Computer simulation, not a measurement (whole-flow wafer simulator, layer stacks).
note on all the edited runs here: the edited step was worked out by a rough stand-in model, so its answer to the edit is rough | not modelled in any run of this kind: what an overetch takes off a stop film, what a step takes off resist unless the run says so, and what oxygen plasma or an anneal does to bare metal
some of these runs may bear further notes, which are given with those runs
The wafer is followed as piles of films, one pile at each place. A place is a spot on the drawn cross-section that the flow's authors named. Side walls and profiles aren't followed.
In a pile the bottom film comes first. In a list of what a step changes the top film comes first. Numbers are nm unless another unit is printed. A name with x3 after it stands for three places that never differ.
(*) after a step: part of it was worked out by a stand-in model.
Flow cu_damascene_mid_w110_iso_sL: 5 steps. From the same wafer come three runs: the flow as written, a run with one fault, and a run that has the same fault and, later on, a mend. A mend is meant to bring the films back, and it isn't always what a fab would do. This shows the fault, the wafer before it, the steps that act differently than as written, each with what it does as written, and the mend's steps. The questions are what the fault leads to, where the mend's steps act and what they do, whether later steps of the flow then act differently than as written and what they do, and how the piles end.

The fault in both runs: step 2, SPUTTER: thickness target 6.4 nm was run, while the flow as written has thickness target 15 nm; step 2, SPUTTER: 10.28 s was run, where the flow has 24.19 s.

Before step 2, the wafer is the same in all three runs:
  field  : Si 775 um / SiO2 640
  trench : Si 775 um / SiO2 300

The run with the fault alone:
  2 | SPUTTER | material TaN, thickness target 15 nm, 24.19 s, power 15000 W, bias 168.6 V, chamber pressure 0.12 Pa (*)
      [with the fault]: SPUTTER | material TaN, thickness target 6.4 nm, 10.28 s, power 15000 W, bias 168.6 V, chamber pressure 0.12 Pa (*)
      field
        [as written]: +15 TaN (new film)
        [with the fault]: +6.4 TaN (new film)
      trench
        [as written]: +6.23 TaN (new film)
        [with the fault]: +2.66 TaN (new film)
  Steps further on in the flow that do not act as written (2 more steps, not shown, differ only slightly: by at most 2% or 0.5 nm, whichever is larger):
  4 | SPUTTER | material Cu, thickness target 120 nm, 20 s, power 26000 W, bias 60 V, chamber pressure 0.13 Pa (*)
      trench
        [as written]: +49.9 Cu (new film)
        [with the fault]: +51.4 Cu (new film)
  At field, trench, the piles at the end differ from the flow's by more than 2% or 0.5 nm, whichever is larger.
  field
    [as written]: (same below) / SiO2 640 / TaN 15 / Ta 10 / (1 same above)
    [with the fault]: (same below) / SiO2 640 / TaN 6.4 / Ta 10 / (1 same above)
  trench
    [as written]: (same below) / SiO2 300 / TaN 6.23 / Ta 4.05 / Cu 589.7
    [with the fault]: (same below) / SiO2 300 / TaN 2.66 / Ta 4.15 / Cu 584.6

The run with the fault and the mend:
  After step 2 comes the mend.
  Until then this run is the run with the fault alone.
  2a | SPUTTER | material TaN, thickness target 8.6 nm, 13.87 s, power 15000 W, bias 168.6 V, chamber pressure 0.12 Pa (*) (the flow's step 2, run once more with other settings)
      field
        +8.6 TaN
      trench
        +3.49 TaN
  Every later step of the flow that is run acts as written, at every place that is followed, to within 2% or 0.5 nm, whichever is larger.
  When the end is reached, the piles differ only a little from the flow's at the places that both follow, at most by 2% or 0.5 nm, whichever is larger.
